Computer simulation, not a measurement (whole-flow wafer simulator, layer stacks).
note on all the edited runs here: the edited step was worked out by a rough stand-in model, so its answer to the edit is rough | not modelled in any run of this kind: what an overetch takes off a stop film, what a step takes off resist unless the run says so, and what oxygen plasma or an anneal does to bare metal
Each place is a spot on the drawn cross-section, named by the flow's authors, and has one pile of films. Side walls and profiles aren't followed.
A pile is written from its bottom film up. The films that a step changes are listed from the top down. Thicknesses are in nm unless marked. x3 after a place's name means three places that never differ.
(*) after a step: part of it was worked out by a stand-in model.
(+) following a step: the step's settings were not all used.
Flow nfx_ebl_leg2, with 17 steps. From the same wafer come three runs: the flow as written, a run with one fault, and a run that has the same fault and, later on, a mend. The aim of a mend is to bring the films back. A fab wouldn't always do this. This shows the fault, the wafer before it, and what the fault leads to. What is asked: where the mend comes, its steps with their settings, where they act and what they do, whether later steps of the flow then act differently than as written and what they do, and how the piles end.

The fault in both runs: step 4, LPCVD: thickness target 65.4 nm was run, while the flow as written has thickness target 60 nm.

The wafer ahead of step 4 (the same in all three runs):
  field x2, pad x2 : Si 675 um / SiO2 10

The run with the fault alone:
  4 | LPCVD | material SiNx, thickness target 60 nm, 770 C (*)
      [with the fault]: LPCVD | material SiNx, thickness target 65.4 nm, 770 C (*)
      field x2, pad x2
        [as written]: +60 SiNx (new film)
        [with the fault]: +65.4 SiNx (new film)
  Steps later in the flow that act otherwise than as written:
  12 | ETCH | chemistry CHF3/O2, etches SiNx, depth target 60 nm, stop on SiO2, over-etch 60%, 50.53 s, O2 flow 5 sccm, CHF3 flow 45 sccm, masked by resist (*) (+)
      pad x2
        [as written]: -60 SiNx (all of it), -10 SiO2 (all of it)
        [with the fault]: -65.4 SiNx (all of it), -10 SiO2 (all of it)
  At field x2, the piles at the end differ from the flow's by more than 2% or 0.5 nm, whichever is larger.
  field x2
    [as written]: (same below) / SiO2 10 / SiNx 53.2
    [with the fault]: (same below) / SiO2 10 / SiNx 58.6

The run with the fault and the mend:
  After step 5 comes the mend.
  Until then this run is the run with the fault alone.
  5a | ETCH | chemistry h3po4, depth target 75.21 nm
      field x2, pad x2
        -65.4 SiNx (all of it)
  5b | CLEAN | chemistry SC1/SC2 (the flow's step 2 again)
      alters no film at any place that is followed
  5c | LPCVD | material SiNx, thickness target 60 nm, 770 C (*) (the flow's step 4 again)
      field x2, pad x2
        +60 SiNx (new film)
  Later steps of the flow that are run all act as written at every place that is followed.
  The piles end the same as the flow's at every place that both follow.
